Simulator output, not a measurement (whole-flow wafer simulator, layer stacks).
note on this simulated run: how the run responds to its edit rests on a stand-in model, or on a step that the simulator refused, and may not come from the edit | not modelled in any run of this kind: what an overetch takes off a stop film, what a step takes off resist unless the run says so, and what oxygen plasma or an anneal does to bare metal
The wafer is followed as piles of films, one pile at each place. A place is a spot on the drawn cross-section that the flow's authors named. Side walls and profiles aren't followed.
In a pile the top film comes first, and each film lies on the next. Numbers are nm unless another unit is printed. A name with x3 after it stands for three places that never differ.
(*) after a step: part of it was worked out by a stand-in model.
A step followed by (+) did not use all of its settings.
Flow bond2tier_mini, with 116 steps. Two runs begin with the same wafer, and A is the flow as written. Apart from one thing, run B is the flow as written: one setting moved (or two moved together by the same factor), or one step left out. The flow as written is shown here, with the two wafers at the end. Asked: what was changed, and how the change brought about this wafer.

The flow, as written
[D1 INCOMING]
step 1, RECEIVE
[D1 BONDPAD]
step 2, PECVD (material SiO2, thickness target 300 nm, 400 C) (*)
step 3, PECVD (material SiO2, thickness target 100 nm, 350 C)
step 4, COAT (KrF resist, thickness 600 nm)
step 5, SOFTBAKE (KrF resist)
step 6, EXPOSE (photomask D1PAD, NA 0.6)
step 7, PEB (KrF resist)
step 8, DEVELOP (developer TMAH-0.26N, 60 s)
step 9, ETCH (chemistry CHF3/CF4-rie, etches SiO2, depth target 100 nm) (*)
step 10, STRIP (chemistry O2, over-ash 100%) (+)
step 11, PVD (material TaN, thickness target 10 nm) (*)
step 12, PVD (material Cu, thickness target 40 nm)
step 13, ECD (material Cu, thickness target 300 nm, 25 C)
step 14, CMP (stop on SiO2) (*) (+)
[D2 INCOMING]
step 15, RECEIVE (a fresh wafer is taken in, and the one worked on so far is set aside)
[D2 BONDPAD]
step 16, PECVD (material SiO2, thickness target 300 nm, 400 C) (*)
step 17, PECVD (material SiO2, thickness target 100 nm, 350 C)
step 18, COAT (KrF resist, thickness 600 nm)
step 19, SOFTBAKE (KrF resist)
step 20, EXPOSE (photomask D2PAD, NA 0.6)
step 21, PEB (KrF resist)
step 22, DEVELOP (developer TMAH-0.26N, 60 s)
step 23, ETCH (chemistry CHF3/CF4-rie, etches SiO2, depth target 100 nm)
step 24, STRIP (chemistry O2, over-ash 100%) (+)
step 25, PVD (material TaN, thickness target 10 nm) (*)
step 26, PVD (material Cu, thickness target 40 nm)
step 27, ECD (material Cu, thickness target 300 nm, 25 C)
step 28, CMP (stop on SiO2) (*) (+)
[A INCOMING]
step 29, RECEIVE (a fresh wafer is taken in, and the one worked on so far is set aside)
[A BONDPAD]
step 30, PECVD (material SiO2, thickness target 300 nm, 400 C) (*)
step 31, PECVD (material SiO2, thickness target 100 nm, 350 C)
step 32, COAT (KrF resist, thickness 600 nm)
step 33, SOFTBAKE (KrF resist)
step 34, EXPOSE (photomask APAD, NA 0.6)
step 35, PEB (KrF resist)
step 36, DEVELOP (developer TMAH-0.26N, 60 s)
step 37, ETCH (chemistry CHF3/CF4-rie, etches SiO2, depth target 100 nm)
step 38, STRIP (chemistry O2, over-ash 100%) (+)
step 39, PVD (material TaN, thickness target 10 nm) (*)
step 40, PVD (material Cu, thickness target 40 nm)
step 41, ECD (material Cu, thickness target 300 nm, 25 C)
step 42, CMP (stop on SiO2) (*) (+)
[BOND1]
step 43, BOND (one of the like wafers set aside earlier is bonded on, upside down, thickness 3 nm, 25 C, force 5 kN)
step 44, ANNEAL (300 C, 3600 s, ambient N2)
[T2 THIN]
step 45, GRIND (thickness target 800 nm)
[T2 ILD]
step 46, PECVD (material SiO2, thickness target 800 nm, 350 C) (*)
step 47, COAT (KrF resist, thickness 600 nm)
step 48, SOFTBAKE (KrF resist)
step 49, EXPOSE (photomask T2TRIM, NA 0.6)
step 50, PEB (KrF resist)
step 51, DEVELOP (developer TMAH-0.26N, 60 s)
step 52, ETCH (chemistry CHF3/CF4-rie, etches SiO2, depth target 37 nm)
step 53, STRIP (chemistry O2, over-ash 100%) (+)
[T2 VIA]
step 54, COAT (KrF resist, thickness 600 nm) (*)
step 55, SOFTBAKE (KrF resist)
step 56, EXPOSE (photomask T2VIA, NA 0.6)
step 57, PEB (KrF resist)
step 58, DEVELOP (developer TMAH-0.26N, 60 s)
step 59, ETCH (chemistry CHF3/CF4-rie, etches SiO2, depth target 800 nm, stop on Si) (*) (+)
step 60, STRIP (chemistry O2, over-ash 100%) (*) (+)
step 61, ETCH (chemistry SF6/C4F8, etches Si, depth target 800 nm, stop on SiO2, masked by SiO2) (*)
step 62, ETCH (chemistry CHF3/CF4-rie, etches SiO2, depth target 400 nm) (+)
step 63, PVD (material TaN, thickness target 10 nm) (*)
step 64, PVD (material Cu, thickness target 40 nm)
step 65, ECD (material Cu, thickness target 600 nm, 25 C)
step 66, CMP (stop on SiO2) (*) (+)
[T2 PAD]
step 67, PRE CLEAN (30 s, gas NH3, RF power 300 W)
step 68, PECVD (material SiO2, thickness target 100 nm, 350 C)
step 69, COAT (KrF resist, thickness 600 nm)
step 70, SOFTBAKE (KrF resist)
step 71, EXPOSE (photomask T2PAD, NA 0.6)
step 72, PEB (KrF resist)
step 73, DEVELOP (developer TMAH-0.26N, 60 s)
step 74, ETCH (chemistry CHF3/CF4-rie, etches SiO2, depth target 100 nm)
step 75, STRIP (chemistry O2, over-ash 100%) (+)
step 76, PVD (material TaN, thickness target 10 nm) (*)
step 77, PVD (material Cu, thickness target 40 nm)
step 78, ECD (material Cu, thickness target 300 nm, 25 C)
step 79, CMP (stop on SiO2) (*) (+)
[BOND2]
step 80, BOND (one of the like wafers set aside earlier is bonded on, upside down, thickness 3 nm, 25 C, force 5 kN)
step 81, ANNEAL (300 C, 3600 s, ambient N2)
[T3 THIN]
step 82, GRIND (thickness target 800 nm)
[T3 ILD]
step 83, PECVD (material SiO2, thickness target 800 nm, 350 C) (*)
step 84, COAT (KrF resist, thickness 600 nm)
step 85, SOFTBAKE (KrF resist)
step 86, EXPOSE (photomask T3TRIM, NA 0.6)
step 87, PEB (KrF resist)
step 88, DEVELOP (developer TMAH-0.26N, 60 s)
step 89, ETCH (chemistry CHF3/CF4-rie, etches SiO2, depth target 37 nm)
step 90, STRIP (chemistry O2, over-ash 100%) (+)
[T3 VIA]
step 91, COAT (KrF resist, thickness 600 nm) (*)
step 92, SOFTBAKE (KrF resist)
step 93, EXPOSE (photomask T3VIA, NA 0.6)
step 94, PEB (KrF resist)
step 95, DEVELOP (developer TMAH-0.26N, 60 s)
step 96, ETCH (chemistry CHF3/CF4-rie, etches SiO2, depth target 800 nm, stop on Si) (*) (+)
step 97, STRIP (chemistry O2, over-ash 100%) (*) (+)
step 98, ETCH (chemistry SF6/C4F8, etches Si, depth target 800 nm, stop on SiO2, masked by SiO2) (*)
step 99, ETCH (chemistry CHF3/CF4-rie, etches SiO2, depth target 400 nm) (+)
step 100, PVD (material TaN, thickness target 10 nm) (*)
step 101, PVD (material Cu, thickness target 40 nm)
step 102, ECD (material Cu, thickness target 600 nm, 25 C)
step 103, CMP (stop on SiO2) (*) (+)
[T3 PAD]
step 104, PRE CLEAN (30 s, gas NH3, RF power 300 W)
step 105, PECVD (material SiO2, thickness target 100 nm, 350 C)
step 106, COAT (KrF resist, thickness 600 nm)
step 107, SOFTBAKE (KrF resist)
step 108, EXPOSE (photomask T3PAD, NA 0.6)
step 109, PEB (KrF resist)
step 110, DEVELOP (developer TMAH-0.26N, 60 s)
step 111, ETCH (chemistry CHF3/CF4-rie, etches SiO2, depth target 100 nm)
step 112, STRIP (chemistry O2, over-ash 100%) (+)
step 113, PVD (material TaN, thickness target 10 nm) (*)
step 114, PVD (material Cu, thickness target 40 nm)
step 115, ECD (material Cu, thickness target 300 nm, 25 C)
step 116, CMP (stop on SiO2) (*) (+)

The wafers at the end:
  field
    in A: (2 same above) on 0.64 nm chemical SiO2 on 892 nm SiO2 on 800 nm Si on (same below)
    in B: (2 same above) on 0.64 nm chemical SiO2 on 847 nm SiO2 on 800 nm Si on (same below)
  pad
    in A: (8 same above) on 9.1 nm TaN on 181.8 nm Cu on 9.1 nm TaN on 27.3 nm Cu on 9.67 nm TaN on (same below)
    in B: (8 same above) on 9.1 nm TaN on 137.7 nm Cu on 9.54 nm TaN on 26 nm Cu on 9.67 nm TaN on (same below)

Cause: step 68, PECVD: thickness target 55 nm was run, though the flow has thickness target 100 nm.

Step by step, how the change led to this:
  step 68, PECVD (material SiO2, thickness target 100 nm, 350 C)
      field: A +100 SiO2 | B +55 SiO2
      pad: A +100 SiO2 (new film) | B +55 SiO2 (new film)
  step 74, ETCH (chemistry CHF3/CF4-rie, etches SiO2, depth target 100 nm)
      pad: A -100 SiO2 (all of it) | B -55 SiO2 (all of it), -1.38 Cu
      field: A -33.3 KrF resist | B -27.5 KrF resist
  step 77, PVD (material Cu, thickness target 40 nm)
      pad: A +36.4 Cu (new film) | B +38 Cu (new film)
  step 78, ECD (material Cu, thickness target 300 nm, 25 C)
      pad: A +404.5 Cu | B +358.9 Cu
